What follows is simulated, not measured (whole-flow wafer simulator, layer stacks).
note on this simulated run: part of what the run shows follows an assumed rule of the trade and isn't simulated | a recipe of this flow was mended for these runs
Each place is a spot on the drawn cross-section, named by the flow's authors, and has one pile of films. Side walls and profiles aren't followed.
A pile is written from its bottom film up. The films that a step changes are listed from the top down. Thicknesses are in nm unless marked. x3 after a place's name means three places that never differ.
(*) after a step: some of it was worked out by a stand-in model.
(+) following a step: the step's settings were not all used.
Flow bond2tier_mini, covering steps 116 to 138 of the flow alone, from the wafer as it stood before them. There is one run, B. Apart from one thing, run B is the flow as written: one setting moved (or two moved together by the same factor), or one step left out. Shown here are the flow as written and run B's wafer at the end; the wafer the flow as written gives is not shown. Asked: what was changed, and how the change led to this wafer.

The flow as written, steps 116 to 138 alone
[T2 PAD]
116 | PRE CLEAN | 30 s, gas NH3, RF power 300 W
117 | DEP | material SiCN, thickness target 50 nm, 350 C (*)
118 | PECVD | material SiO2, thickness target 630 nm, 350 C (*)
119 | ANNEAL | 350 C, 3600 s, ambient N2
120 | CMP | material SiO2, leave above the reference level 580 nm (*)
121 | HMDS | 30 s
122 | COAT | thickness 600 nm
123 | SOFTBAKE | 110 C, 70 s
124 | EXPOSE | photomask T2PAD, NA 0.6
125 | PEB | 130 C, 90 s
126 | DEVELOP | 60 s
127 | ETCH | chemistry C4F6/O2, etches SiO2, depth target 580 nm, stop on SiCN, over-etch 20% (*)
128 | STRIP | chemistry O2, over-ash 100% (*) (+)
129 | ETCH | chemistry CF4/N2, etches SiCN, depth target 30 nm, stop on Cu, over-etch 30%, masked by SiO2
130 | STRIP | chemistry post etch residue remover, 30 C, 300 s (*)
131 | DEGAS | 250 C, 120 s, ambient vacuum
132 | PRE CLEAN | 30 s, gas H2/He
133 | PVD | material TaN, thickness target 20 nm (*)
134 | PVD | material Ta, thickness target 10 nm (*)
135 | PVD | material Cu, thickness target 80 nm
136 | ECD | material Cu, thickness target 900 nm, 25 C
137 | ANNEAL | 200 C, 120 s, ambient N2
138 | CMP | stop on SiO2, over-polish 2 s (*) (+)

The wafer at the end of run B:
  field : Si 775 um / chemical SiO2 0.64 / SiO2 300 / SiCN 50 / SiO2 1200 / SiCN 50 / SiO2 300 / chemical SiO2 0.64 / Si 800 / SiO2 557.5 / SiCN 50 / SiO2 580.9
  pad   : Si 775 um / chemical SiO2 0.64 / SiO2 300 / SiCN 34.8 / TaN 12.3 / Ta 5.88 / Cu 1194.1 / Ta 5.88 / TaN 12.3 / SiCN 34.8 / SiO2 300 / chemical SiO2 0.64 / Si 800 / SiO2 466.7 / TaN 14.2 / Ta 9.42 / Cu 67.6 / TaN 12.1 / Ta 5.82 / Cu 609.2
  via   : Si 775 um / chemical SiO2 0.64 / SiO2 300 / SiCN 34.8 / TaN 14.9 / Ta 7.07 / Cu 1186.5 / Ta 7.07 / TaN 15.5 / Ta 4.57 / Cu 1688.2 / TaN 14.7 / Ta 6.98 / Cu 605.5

The reason: step 127, ETCH: depth target 719.2 nm was run, while the flow as written has depth target 580 nm.

How this came from the change, step by step:
  127 | ETCH | chemistry C4F6/O2, etches SiO2, depth target 580 nm, stop on SiCN, over-etch 20% (*)
      pad, via: SiO2 loses 580 (all of it), SiCN loses 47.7 (as written it would have been: SiO2 loses 580 (all of it), SiCN loses 19.6)
      field: thick-KrF-resist loses 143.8 (as written it would have been: thick-KrF-resist loses 116)
  128 | STRIP | chemistry O2, over-ash 100% (*) (+)
      field: thick-KrF-resist loses 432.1 (all of it) (as written it would have been: thick-KrF-resist loses 459.9 (all of it))
  129 | ETCH | chemistry CF4/N2, etches SiCN, depth target 30 nm, stop on Cu, over-etch 30%, masked by SiO2
      pad, via: SiCN loses 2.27 (all of it), Cu loses 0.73 (as written it would have been: SiCN loses 30.4 (all of it), Cu loses 0.17)
      field: SiO2 loses 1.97 (as written it would have been: SiO2 loses 26)
  135 | PVD | material Cu, thickness target 80 nm
      via: Cu gains 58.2 (new film) (as written it would have been: Cu gains 59.4 (new film))
